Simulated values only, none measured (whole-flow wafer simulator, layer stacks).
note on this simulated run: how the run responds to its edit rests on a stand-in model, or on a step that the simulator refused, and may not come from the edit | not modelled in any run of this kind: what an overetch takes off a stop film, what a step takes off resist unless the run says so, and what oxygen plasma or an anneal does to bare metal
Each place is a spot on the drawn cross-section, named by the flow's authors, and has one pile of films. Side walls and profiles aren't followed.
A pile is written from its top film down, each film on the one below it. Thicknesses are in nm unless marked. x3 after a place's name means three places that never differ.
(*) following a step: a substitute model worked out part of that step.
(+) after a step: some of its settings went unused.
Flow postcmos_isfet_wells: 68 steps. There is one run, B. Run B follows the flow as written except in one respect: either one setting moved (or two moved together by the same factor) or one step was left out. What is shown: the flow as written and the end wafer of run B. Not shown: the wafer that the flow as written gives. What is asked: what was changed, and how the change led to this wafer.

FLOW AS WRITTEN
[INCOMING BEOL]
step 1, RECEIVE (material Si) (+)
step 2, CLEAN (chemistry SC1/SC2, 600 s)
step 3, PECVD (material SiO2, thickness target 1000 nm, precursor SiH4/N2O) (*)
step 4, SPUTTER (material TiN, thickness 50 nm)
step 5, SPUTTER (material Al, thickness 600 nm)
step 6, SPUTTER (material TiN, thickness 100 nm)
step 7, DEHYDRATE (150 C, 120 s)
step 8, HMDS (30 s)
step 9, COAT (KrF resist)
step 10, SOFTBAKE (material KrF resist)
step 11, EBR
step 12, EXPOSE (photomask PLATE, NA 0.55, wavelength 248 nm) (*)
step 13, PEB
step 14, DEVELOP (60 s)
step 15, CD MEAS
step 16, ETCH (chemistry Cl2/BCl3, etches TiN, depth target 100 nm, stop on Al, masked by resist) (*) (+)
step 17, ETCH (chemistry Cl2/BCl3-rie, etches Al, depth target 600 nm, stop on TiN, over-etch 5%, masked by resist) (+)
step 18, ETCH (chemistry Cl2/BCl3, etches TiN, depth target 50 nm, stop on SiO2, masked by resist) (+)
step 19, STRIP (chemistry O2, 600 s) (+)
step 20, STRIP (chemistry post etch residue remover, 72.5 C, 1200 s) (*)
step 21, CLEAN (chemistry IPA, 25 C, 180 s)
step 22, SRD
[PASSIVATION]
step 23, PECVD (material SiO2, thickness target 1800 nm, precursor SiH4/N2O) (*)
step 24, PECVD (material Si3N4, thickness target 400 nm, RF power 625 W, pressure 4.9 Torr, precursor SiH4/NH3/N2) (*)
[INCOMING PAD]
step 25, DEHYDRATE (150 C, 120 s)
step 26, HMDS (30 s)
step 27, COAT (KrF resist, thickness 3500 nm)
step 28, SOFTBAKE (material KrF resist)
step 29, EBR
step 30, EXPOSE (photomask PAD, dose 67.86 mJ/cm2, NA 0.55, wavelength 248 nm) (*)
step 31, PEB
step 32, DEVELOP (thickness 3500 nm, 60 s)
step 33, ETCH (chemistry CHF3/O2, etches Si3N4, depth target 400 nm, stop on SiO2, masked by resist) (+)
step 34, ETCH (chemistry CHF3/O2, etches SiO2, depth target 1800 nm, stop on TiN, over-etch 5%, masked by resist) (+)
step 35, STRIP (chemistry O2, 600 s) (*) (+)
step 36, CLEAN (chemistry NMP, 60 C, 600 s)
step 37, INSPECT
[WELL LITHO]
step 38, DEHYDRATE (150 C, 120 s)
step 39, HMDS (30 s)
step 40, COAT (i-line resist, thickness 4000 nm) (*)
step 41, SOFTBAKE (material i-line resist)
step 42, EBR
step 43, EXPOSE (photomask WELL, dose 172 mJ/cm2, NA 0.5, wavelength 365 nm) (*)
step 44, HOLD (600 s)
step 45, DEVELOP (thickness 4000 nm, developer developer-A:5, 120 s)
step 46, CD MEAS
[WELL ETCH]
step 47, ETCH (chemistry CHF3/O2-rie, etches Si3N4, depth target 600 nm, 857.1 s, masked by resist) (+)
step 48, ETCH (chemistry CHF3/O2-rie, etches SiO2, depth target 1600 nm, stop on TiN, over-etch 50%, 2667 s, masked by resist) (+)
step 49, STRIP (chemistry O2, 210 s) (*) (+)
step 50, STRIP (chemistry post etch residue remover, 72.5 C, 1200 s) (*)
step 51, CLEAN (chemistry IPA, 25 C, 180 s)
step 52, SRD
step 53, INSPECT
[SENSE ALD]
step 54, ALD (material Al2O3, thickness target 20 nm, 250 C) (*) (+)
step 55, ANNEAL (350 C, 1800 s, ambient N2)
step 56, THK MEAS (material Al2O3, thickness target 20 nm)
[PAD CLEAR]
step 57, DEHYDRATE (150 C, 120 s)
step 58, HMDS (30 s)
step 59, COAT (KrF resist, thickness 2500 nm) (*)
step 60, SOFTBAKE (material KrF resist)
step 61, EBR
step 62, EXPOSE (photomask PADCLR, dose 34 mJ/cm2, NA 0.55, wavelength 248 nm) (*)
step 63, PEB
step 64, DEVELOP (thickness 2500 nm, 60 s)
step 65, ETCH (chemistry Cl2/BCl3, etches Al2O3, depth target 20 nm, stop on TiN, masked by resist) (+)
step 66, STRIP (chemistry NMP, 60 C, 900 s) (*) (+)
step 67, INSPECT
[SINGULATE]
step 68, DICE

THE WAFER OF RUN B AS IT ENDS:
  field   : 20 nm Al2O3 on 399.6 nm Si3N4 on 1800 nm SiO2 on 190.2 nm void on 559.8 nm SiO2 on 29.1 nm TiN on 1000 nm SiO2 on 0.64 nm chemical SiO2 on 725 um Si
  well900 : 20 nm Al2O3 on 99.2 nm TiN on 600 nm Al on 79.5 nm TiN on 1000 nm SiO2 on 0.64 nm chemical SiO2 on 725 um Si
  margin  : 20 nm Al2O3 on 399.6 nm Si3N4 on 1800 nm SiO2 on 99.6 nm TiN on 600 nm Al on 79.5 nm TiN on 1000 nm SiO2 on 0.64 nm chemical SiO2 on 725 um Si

What caused this: step 4, SPUTTER: thickness 79.5 nm was run, whereas the flow has thickness 50 nm.
The wafer itself shows it: well900 has TiN 79.5, and step 4 as written asks for 50 nm.

The path from the change to this, step by step:
  step 4, SPUTTER (material TiN, thickness 50 nm)
      field, margin, well900, well1300 x3, pad_rim, pad_clr, pad_open: TiN gains 79.5 (new film) (it would be, as written: TiN gains 50 (new film))
  step 18, ETCH (chemistry Cl2/BCl3, etches TiN, depth target 50 nm, stop on SiO2, masked by resist) (+)
      field: TiN loses 50 (it would be, as written: TiN loses 50 (all of it))
  step 23, PECVD (material SiO2, thickness target 1800 nm, precursor SiH4/N2O) (*)
      field: SiO2 gains 1800 (new film), void gains 190.2 (new film), SiO2 gains 559.8 (new film) (it would be, as written: SiO2 gains 1800 (new film), void gains 189.9 (new film), SiO2 gains 559.7)
If metal films that touch count as one body, field has 1 body; the flow as written gives 0 bodies.
